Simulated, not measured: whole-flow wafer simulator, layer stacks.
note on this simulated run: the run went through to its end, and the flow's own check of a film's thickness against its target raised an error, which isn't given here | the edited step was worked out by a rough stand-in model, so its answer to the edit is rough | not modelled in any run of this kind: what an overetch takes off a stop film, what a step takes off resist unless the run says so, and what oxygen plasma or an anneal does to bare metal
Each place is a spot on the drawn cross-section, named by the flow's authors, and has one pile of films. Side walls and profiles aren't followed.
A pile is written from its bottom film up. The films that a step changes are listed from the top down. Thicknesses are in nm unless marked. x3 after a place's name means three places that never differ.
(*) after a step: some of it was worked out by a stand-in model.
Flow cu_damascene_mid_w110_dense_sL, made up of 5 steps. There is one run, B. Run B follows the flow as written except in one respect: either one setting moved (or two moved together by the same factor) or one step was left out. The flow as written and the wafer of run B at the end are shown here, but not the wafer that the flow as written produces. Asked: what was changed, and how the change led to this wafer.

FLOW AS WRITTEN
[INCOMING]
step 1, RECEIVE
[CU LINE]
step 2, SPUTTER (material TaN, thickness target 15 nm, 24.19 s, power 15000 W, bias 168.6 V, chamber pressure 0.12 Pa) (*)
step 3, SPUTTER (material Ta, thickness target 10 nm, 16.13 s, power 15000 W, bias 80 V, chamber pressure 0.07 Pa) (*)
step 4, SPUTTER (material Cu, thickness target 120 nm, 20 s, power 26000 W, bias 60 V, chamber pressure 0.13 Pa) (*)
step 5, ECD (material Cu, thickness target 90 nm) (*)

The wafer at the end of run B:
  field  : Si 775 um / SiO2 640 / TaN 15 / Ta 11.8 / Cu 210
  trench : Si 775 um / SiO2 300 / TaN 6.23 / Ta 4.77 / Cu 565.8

Cause: step 3, SPUTTER: thickness target 11.8 nm was run, though the flow has thickness target 10 nm; step 3, SPUTTER: 18.95 s was run, where the flow has 16.13 s.
The wafer itself shows it: field has Ta 11.8, and step 3 as written asks for 10 nm.

Step by step, how the change led to this:
  step 3, SPUTTER (material Ta, thickness target 10 nm, 16.13 s, power 15000 W, bias 80 V, chamber pressure 0.07 Pa) (*)
      field: +11.8 Ta (new film) (as written it would have been: +10 Ta (new film))
      trench: +4.77 Ta (new film) (as written it would have been: +4.05 Ta (new film))
